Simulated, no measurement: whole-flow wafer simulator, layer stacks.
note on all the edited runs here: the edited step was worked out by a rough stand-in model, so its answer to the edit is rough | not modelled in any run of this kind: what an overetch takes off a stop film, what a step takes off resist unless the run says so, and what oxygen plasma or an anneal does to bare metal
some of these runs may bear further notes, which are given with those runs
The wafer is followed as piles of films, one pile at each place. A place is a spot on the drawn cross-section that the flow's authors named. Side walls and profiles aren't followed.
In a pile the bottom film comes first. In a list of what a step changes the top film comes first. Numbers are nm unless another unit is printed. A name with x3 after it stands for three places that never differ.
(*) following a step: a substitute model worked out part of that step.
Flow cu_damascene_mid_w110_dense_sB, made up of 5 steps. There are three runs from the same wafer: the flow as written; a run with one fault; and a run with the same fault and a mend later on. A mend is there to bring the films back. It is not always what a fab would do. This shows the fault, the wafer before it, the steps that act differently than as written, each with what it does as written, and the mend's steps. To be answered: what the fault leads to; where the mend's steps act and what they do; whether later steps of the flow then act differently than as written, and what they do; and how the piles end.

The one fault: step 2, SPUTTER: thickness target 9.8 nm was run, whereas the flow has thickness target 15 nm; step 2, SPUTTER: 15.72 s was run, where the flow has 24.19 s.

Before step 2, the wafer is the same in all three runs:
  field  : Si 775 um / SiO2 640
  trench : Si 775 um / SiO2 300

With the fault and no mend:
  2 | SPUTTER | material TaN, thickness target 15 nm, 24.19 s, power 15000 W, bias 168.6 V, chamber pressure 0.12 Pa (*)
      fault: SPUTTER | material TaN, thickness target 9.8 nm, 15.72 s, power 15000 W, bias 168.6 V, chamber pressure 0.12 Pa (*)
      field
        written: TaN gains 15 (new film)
        fault: TaN gains 9.8 (new film)
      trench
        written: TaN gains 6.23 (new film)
        fault: TaN gains 4.07 (new film)
  Every later step of the flow that is run acts as written, at every place that is followed, to within 2% or 0.5 nm, whichever is larger.
  By the end, the piles at field, trench depart from the flow's by more than 2% or 0.5 nm, whichever is larger.
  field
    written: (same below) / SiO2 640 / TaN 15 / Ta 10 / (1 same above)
    fault: (same below) / SiO2 640 / TaN 9.8 / Ta 10 / (1 same above)
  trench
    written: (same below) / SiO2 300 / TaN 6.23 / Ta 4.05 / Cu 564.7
    fault: (same below) / SiO2 300 / TaN 4.07 / Ta 4.12 / Cu 561.6

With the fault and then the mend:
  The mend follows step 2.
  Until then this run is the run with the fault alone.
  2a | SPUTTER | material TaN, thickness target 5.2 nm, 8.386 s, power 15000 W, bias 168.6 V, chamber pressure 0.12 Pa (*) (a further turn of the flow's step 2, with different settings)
      field
        TaN gains 5.2
      trench
        TaN gains 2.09
  Every later step of the flow that is run acts as written, at every place that is followed, to within 2% or 0.5 nm, whichever is larger.
  When the end is reached, the piles differ only a little from the flow's at the places that both follow, at most by 2% or 0.5 nm, whichever is larger.
